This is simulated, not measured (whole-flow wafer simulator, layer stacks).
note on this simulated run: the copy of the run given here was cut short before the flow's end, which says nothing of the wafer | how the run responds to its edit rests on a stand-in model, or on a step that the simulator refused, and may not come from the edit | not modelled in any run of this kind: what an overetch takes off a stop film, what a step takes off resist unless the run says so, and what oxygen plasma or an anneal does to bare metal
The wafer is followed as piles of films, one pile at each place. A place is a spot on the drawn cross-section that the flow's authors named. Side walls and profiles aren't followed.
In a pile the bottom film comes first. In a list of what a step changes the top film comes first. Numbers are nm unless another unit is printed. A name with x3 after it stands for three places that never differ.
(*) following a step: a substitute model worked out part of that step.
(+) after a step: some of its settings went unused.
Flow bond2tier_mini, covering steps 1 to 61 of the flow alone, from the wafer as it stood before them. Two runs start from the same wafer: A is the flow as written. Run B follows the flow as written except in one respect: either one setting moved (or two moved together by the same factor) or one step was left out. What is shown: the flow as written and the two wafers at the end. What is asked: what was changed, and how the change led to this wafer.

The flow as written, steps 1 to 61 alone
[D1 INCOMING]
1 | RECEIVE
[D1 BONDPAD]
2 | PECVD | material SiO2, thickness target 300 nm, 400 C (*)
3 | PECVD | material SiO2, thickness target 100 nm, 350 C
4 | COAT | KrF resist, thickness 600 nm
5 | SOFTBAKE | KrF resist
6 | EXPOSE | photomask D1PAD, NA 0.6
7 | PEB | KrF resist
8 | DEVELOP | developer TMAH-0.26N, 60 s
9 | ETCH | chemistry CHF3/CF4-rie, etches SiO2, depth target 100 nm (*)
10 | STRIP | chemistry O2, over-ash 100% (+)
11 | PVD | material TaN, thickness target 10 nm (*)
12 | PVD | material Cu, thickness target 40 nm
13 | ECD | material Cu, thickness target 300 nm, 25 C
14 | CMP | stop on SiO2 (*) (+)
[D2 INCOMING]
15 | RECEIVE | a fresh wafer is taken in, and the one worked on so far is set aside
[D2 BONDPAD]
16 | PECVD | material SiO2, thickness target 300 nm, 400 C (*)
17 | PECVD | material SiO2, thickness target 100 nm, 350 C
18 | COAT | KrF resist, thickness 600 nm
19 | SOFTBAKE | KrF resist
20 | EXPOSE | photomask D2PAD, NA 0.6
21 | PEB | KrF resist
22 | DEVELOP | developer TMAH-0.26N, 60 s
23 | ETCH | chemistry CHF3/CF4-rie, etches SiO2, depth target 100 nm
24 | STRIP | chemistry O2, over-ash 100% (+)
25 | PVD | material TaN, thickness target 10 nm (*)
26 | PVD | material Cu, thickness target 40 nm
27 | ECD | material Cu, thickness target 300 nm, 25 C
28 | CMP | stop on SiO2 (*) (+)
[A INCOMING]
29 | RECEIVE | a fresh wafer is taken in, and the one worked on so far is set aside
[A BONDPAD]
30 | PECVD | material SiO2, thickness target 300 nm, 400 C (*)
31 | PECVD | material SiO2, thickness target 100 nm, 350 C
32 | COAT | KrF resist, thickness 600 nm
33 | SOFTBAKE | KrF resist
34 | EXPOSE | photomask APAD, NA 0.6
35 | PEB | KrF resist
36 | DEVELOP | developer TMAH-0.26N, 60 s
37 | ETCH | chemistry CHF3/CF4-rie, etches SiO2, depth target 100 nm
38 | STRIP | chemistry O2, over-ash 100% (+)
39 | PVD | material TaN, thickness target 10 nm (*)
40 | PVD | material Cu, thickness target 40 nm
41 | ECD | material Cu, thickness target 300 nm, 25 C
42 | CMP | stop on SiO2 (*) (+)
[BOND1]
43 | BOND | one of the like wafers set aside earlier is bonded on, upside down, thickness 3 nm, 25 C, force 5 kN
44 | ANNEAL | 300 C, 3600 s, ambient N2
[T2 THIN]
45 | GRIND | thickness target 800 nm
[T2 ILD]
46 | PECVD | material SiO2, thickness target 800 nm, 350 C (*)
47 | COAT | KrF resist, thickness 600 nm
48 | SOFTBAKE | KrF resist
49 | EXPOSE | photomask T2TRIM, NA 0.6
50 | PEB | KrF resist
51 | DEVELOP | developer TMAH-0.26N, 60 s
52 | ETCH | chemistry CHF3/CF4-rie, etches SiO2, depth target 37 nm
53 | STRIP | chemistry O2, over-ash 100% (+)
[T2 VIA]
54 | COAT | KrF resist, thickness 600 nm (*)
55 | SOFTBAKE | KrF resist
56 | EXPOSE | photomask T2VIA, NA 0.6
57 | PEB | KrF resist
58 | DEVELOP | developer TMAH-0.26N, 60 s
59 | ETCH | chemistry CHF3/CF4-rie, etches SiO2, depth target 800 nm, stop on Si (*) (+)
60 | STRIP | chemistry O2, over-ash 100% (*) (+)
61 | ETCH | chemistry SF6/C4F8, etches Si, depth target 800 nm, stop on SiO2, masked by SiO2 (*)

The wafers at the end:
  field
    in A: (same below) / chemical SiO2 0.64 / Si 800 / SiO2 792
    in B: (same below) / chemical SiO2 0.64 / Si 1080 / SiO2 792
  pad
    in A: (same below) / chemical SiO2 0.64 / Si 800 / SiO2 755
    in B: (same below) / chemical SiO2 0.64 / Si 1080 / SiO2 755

Cause: step 45, GRIND: thickness target 1080 nm was run, while the flow as written has thickness target 800 nm.
The wafer itself shows it: field has Si 1080, and step 45 as written asks for 800 nm.

Step by step, how the change led to this:
  45 | GRIND | thickness target 800 nm
      field, pad, via: A Si loses 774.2 um | B Si loses 773.92 um
